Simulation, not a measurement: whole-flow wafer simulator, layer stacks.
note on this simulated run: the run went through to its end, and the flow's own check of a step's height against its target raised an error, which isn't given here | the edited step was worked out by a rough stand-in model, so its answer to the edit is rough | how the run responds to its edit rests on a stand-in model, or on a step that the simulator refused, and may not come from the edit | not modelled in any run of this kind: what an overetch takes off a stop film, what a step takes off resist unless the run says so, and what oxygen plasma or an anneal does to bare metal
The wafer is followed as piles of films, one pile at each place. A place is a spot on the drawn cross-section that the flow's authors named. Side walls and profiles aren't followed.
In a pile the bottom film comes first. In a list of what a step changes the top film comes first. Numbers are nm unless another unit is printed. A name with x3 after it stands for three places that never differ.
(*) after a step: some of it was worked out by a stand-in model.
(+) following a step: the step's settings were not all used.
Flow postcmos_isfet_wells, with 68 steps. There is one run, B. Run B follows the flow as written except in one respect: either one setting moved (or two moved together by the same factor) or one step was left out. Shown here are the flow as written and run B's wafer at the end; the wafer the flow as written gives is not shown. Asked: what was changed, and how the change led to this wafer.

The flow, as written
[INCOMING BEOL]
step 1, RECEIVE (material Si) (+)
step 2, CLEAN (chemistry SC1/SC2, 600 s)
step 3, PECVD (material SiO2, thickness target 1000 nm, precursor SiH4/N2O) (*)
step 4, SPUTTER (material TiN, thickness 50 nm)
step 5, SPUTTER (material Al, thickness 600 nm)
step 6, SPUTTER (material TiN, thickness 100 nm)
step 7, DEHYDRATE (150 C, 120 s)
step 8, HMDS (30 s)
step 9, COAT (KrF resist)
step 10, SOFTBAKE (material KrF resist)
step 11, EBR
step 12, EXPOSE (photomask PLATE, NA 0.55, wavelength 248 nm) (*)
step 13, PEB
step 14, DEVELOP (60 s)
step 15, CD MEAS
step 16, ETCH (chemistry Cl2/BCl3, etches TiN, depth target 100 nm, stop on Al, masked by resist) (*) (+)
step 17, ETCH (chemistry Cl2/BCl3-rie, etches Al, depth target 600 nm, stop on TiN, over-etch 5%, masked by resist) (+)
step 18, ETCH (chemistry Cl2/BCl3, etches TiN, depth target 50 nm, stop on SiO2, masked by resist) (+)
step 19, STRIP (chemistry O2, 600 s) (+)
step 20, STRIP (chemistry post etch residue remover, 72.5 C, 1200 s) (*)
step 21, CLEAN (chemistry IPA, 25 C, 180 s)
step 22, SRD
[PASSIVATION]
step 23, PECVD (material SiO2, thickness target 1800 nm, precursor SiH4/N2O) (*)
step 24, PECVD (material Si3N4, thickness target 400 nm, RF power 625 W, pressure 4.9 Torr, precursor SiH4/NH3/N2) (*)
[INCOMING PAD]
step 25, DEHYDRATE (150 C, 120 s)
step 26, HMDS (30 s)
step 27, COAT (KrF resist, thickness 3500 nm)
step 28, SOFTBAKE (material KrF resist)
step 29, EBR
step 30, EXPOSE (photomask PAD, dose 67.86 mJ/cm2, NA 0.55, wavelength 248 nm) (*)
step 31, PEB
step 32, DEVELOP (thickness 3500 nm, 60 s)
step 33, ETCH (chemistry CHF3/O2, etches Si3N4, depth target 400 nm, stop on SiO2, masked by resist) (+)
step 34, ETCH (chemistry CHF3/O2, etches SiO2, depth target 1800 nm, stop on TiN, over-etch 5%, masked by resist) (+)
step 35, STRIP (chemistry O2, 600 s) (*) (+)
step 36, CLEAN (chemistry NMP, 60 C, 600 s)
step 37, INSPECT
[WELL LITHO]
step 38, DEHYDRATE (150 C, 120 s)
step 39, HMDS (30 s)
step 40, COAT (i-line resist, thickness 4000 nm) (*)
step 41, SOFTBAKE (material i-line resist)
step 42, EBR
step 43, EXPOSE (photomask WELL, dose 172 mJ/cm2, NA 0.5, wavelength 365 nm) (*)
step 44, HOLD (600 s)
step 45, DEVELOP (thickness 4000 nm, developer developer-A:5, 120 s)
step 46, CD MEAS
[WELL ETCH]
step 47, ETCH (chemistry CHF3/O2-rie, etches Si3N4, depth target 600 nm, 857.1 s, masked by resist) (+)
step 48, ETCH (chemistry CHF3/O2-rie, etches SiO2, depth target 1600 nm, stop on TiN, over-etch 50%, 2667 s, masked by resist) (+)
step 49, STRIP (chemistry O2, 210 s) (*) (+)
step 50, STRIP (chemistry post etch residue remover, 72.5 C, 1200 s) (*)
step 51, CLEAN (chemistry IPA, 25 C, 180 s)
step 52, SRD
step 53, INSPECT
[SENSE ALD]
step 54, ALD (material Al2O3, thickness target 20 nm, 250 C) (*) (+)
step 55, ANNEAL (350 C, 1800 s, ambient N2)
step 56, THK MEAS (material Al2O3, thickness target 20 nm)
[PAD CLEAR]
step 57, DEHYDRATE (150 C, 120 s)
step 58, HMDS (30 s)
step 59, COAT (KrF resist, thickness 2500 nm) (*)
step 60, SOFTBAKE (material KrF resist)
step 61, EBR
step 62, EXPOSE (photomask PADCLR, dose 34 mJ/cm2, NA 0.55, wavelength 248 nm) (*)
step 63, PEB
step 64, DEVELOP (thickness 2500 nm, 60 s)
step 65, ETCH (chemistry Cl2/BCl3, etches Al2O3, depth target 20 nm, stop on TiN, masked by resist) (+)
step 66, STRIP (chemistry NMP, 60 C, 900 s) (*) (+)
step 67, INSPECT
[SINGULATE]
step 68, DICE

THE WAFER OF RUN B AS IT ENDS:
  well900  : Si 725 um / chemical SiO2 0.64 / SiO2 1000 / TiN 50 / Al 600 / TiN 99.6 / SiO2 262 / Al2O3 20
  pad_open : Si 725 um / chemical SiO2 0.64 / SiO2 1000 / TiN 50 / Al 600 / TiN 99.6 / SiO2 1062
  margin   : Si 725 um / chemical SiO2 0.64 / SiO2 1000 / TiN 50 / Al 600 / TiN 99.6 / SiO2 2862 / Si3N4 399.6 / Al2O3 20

The reason: step 23, PECVD: thickness target 2862 nm was run, whereas the flow has thickness target 1800 nm.
One can read it off the wafer: margin has SiO2 2862, and step 23 as written asks for 1800 nm.

Step by step, how the change led to this:
  step 23, PECVD (material SiO2, thickness target 1800 nm, precursor SiH4/N2O) (*)
      margin, well900, well1300 x3, pad_rim, pad_clr, pad_open: SiO2 gains 2862 (new film) (in the flow as written it would be: SiO2 gains 1800 (new film))
      field: SiO2 gains 2862 (new film), void gains 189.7 (new film), SiO2 gains 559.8 (in the flow as written it would be: SiO2 gains 1800 (new film), void gains 189.9 (new film), SiO2 gains 559.7)
  step 34, ETCH (chemistry CHF3/O2, etches SiO2, depth target 1800 nm, stop on TiN, over-etch 5%, masked by resist) (+)
      pad_open: SiO2 loses 1800 (in the flow as written it would be: SiO2 loses 1800 (all of it))
  step 48, ETCH (chemistry CHF3/O2-rie, etches SiO2, depth target 1600 nm, stop on TiN, over-etch 50%, 2667 s, masked by resist) (+)
      well900, well1300 x3: SiO2 loses 2400 (in the flow as written it would be: SiO2 loses 1600 (all of it))
  step 59, COAT (KrF resist, thickness 2500 nm) (*)
      field: KrF resist gains 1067 (new film) (in the flow as written it would be: KrF resist gains 1449 (new film))
      margin: KrF resist gains 1066.9 (new film) (in the flow as written it would be: KrF resist gains 1448.9 (new film))
  step 63, PEB
      field, margin: KrF resist loses 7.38 (in the flow as written it would be: KrF resist loses 10.1)
  step 66, STRIP (chemistry NMP, 60 C, 900 s) (*) (+)
      field: KrF resist loses 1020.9 (all of it) (in the flow as written it would be: KrF resist loses 1400.1 (all of it))
      margin: KrF resist loses 1020.8 (all of it) (in the flow as written it would be: KrF resist loses 1400.1 (all of it))
